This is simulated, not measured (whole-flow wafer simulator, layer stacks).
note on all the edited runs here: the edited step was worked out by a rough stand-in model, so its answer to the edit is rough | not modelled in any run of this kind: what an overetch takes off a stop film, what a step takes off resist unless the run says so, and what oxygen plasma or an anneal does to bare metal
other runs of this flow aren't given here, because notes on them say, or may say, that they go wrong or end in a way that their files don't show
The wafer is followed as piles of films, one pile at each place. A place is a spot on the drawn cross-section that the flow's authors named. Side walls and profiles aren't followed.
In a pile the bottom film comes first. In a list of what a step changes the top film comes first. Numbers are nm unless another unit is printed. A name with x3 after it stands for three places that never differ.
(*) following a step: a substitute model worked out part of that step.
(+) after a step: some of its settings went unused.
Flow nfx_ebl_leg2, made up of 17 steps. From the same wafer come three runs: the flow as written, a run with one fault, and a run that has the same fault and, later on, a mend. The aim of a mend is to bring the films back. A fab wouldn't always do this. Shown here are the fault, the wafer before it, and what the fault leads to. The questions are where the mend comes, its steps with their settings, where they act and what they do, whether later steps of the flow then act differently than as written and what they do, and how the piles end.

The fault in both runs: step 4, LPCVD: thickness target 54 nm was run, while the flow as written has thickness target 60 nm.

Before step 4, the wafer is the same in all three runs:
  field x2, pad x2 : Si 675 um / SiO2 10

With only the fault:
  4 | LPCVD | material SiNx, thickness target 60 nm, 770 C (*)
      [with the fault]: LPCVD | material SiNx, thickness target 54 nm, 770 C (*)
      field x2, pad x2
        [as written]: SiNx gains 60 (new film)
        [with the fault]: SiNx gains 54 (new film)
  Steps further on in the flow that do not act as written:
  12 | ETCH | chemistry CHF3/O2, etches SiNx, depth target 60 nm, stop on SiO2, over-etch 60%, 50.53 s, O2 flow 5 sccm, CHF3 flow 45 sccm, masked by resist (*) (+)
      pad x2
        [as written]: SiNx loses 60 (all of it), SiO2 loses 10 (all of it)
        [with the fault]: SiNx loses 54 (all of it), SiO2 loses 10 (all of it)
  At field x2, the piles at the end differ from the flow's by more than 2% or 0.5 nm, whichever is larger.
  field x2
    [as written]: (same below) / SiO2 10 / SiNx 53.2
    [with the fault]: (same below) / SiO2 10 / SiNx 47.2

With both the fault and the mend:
  The mend stands after step 5.
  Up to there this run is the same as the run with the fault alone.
  5a | LPCVD | material SiNx, thickness target 6 nm, 770 C (*) (the flow's step 4 again, with other settings)
      field x2, pad x2
        SiNx gains 6
  None of the later steps of the flow acts differently than as written at any place that is followed.
  At every place that both follow, the piles at the end match the flow's.
